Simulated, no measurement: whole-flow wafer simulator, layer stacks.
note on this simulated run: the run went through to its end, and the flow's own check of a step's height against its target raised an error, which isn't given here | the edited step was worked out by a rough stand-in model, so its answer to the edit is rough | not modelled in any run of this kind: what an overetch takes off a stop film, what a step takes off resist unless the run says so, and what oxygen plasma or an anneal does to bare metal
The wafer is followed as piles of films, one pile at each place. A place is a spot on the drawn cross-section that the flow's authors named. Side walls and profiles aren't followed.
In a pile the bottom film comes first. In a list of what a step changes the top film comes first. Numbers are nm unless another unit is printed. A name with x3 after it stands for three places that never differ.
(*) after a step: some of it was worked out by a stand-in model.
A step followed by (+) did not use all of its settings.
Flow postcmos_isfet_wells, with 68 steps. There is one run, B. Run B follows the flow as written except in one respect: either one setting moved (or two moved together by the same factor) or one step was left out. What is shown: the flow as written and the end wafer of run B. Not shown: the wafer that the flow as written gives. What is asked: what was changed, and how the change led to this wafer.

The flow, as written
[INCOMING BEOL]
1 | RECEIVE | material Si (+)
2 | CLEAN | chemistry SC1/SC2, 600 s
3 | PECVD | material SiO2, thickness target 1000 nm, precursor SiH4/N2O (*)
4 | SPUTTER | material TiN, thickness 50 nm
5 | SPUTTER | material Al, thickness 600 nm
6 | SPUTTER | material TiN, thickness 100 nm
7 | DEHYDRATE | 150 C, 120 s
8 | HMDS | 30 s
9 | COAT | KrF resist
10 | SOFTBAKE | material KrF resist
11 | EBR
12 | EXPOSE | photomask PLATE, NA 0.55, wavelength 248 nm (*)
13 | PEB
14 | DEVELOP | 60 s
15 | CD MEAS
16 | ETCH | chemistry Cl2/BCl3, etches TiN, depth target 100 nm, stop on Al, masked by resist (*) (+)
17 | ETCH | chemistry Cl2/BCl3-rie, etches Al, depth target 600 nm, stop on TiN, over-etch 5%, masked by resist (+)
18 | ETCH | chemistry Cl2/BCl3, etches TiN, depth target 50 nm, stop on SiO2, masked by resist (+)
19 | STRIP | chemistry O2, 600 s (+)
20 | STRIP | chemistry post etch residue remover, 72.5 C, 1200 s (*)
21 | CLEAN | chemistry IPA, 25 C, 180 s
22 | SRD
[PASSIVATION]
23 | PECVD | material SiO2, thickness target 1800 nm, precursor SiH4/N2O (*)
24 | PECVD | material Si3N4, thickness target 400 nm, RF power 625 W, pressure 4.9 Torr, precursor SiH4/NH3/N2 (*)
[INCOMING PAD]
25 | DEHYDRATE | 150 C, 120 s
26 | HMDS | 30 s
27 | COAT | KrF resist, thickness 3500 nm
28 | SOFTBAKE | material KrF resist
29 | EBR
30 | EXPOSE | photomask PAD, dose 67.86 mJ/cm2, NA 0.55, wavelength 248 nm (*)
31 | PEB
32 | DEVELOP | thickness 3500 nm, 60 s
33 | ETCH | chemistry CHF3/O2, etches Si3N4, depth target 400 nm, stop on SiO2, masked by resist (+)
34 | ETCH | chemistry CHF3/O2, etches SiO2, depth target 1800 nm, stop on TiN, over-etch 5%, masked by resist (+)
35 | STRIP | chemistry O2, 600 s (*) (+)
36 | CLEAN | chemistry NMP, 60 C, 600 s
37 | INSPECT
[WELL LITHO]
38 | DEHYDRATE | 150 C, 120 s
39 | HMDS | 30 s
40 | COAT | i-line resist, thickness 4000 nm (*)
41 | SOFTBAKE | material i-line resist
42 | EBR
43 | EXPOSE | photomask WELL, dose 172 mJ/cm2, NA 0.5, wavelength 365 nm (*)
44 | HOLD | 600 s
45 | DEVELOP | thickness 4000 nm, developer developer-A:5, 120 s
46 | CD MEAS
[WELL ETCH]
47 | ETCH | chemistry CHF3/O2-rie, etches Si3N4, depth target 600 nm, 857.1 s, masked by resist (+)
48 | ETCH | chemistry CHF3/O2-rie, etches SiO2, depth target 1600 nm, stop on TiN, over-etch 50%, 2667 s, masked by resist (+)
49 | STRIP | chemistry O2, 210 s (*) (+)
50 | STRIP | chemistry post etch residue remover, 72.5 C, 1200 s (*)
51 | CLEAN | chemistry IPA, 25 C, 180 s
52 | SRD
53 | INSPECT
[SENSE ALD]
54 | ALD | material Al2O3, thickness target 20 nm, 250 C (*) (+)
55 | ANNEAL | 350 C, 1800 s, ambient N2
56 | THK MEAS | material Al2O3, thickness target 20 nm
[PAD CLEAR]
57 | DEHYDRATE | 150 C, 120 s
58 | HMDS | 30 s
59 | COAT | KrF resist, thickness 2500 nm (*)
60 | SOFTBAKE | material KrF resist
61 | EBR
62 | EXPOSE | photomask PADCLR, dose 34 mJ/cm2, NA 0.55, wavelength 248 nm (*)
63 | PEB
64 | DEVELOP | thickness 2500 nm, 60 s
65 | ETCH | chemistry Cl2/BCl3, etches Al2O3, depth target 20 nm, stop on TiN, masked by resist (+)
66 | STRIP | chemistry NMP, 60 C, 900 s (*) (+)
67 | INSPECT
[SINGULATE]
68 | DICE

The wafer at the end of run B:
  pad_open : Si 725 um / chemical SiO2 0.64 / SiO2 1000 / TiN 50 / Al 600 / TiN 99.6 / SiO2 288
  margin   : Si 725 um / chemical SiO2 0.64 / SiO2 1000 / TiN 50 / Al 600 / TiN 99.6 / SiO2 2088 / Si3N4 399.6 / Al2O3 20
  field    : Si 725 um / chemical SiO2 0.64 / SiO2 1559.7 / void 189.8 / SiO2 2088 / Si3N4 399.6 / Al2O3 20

What caused this: step 23, PECVD: thickness target 2088 nm was run, whereas the flow has thickness target 1800 nm.
One can read it off the wafer: margin has SiO2 2088, and step 23 as written asks for 1800 nm.

The path from the change to this, step by step:
  23 | PECVD | material SiO2, thickness target 1800 nm, precursor SiH4/N2O (*)
      margin, well900, well1300 x3, pad_rim, pad_clr, pad_open: SiO2 gains 2088 (new film) (it would be, as written: SiO2 gains 1800 (new film))
      field: SiO2 gains 2088 (new film), void gains 189.8 (new film), SiO2 gains 559.7 (it would be, as written: SiO2 gains 1800 (new film), void gains 189.9 (new film), SiO2 gains 559.7)
  34 | ETCH | chemistry CHF3/O2, etches SiO2, depth target 1800 nm, stop on TiN, over-etch 5%, masked by resist (+)
      pad_open: SiO2 loses 1800 (it would be, as written: SiO2 loses 1800 (all of it))
  48 | ETCH | chemistry CHF3/O2-rie, etches SiO2, depth target 1600 nm, stop on TiN, over-etch 50%, 2667 s, masked by resist (+)
      well900, well1300 x3: SiO2 loses 1888 (all of it) (it would be, as written: SiO2 loses 1600 (all of it))
  59 | COAT | KrF resist, thickness 2500 nm (*)
      field: KrF resist gains 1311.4 (new film) (it would be, as written: KrF resist gains 1449 (new film))
      margin: KrF resist gains 1311.3 (new film) (it would be, as written: KrF resist gains 1448.9 (new film))
  63 | PEB
      field, margin: KrF resist loses 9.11 (it would be, as written: KrF resist loses 10.1)
  66 | STRIP | chemistry NMP, 60 C, 900 s (*) (+)
      field: KrF resist loses 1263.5 (all of it) (it would be, as written: KrF resist loses 1400.1 (all of it))
      margin: KrF resist loses 1263.4 (all of it) (it would be, as written: KrF resist loses 1400.1 (all of it))
